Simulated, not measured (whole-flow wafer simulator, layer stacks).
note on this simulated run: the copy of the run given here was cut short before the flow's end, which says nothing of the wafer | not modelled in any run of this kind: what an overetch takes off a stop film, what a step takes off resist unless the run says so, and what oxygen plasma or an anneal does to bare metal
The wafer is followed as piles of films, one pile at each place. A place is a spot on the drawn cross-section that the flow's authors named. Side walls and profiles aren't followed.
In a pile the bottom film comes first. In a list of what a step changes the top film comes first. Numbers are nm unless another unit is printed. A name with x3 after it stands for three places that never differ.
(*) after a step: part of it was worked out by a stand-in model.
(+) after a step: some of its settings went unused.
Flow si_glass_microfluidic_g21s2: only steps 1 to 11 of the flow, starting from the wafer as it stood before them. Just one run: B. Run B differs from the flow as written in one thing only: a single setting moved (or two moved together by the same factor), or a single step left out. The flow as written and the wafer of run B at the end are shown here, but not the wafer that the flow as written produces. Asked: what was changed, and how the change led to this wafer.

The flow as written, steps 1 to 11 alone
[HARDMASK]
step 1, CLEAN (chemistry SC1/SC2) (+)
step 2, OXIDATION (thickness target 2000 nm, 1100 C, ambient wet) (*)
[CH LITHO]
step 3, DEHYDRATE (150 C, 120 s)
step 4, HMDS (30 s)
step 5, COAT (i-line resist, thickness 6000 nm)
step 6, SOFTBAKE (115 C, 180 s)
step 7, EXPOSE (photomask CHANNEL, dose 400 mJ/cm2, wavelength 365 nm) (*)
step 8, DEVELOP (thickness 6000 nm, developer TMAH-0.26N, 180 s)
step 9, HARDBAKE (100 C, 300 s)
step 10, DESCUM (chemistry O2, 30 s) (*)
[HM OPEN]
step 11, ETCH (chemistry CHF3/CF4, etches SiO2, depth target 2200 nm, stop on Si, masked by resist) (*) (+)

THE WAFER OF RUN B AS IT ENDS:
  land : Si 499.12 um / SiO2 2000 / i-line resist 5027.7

Cause: step 5, COAT: thickness 6900 nm was run, while the flow as written has thickness 6000 nm.

The path from the change to this, step by step:
  step 5, COAT (i-line resist, thickness 6000 nm)
      land, trench20 x3: i-line resist gains 6900 (new film) (it would be, as written: i-line resist gains 6000 (new film))
  step 8, DEVELOP (thickness 6000 nm, developer TMAH-0.26N, 180 s)
      trench20 x3: i-line resist loses 6900 (all of it) (it would be, as written: i-line resist loses 6000 (all of it))
  step 9, HARDBAKE (100 C, 300 s)
      land: i-line resist loses 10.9 (it would be, as written: i-line resist loses 7.06)
